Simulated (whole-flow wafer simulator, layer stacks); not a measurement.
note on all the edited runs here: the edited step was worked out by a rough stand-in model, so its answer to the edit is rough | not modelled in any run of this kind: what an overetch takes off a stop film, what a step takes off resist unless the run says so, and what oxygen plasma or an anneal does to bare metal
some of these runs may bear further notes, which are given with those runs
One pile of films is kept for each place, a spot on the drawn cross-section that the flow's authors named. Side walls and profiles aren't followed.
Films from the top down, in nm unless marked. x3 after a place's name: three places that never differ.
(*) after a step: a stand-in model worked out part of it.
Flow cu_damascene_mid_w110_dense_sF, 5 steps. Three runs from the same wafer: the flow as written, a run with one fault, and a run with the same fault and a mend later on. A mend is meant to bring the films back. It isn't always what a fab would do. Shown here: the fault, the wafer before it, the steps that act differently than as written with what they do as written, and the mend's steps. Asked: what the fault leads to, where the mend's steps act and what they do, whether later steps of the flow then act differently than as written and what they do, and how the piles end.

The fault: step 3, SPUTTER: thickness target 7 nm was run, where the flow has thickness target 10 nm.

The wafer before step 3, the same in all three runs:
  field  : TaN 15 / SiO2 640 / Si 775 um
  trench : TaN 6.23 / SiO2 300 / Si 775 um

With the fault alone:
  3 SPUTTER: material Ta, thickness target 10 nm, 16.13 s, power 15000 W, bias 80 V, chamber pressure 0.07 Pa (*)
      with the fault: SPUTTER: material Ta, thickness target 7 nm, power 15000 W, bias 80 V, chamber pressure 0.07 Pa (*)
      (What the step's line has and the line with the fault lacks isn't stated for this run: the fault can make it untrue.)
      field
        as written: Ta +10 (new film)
        with the fault: Ta +7 (new film)
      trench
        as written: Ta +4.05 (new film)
        with the fault: Ta +2.83 (new film)
  No later step of the flow acts differently than as written, at any place that is followed, by more than 2% or 0.5 nm, whichever is larger.
  At the end the piles differ from the flow's by more than 2% or 0.5 nm, whichever is larger, at field, trench.
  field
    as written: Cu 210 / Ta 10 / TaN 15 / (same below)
    with the fault: Cu 210 / Ta 7 / TaN 15 / (same below)
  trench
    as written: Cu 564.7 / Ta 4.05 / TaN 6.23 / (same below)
    with the fault: Cu 562.9 / Ta 2.83 / TaN 6.23 / (same below)

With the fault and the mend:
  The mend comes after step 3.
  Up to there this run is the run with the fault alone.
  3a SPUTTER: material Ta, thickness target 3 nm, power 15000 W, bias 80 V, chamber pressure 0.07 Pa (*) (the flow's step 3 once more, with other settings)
      field
        Ta +3
      trench
        Ta +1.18
  No later step of the flow acts differently than as written, at any place that is followed, by more than 2% or 0.5 nm, whichever is larger.
  At the end the piles differ from the flow's only slightly at the places that both follow, by at most 2% or 0.5 nm, whichever is larger.
